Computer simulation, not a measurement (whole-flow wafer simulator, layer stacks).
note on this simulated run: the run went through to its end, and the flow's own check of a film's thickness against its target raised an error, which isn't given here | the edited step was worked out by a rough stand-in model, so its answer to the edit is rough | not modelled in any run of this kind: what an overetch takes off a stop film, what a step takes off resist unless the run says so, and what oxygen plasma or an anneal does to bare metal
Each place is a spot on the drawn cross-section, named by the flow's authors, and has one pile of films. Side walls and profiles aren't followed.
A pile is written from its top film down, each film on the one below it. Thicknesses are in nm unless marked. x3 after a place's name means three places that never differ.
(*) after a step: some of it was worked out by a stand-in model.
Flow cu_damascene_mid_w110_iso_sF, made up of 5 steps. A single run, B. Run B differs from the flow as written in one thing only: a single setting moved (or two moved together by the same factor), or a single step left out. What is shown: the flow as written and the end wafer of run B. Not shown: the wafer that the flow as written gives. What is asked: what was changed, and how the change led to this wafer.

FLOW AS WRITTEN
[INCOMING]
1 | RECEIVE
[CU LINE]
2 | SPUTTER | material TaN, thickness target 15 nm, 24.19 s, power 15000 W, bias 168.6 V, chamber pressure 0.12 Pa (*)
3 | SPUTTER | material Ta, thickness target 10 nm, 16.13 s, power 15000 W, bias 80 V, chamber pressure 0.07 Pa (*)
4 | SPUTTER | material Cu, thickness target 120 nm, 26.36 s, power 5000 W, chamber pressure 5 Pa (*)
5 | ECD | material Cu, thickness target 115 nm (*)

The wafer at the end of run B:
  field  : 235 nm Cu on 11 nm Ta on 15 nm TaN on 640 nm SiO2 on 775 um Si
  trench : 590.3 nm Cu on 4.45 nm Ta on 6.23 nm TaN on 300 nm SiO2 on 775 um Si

The reason: step 3, SPUTTER: 17.74 s was run, while the flow as written has 16.13 s.

The path from the change to this, step by step:
  3 | SPUTTER | material Ta, thickness target 10 nm, 16.13 s, power 15000 W, bias 80 V, chamber pressure 0.07 Pa (*)
      field: +11 Ta (new film) (in the flow as written it would be: +10 Ta (new film))
